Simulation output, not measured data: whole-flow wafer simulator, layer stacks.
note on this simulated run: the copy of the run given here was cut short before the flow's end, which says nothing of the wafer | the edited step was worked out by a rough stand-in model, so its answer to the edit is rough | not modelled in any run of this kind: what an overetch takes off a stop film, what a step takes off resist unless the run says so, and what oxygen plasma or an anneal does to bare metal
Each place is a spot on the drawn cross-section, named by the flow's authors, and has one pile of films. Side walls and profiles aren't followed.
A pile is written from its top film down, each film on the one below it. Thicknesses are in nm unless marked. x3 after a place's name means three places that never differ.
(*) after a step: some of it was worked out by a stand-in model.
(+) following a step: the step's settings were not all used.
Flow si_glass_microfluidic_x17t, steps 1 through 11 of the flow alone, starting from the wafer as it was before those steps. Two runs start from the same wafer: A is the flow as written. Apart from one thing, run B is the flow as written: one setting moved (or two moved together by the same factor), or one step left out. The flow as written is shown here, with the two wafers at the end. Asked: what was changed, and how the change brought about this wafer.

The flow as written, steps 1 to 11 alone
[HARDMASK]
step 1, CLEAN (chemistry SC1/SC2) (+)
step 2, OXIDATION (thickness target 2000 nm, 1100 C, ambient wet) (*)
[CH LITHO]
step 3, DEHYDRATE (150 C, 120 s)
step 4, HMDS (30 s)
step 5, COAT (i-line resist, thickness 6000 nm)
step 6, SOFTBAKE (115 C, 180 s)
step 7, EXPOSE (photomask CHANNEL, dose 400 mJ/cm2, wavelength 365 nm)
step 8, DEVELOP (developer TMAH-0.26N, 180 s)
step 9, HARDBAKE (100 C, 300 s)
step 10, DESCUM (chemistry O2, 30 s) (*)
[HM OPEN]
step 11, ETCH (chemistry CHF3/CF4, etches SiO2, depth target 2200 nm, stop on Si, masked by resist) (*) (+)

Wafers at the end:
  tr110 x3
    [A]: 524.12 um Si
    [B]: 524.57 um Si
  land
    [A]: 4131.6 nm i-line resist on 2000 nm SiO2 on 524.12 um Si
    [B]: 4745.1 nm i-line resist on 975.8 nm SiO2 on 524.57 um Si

What caused this: step 2, OXIDATION: 935 C was run, whereas the flow has 1100 C.

Step by step, how the change led to this:
  step 2, OXIDATION (thickness target 2000 nm, 1100 C, ambient wet) (*)
      land, tr110 x3: A +2000 SiO2 (new film), -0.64 chemical SiO2 (all of it), -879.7 Si | B +975.8 SiO2 (new film), -0.64 chemical SiO2 (all of it), -429.1 Si
  step 11, ETCH (chemistry CHF3/CF4, etches SiO2, depth target 2200 nm, stop on Si, masked by resist) (*) (+)
      tr110 x3: A -2000 SiO2 (all of it) | B -975.8 SiO2 (all of it)
      land: A -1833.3 i-line resist | B -1219.8 i-line resist
